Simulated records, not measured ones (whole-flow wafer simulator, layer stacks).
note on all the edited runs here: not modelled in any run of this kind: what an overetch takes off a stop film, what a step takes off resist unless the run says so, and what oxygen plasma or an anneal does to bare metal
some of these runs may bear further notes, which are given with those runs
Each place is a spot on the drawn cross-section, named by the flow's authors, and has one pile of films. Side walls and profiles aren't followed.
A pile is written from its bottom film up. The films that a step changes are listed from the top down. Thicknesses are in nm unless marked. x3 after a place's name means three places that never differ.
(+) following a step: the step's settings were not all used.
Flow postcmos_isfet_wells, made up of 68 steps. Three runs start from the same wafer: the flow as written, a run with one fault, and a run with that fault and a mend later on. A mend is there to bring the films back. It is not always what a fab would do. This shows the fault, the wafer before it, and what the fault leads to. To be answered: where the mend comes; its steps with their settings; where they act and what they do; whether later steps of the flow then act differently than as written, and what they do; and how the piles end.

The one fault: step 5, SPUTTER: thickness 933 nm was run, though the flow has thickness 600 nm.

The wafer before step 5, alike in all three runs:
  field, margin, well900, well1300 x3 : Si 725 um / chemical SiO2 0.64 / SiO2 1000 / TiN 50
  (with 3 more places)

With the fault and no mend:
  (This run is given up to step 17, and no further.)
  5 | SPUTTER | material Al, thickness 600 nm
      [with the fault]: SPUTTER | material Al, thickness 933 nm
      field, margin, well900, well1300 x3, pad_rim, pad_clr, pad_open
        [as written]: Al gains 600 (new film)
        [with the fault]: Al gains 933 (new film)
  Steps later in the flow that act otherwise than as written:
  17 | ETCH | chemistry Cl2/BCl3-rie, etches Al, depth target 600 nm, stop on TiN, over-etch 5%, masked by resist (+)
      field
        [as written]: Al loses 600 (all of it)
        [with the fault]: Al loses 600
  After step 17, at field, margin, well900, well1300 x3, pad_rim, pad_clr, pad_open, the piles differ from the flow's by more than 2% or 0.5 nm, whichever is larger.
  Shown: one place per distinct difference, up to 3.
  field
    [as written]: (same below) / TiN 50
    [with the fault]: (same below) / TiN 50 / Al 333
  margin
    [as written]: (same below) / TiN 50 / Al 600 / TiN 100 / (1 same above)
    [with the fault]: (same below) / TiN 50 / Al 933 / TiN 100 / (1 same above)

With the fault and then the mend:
  The mend stands after step 5.
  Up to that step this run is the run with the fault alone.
  5a | ETCH | chemistry al pan, depth target 1073 nm
      field, margin, well900, well1300 x3, pad_rim, pad_clr, pad_open
        Al loses 933 (all of it)
  5b | SPUTTER | material Al, thickness 600 nm (the flow's step 5, run once more)
      field, margin, well900, well1300 x3, pad_rim, pad_clr, pad_open
        Al gains 600 (new film)
  Every later step of the flow that is run acts as written at every place that is followed.
  By the end, the piles equal the flow's at every place that both follow.
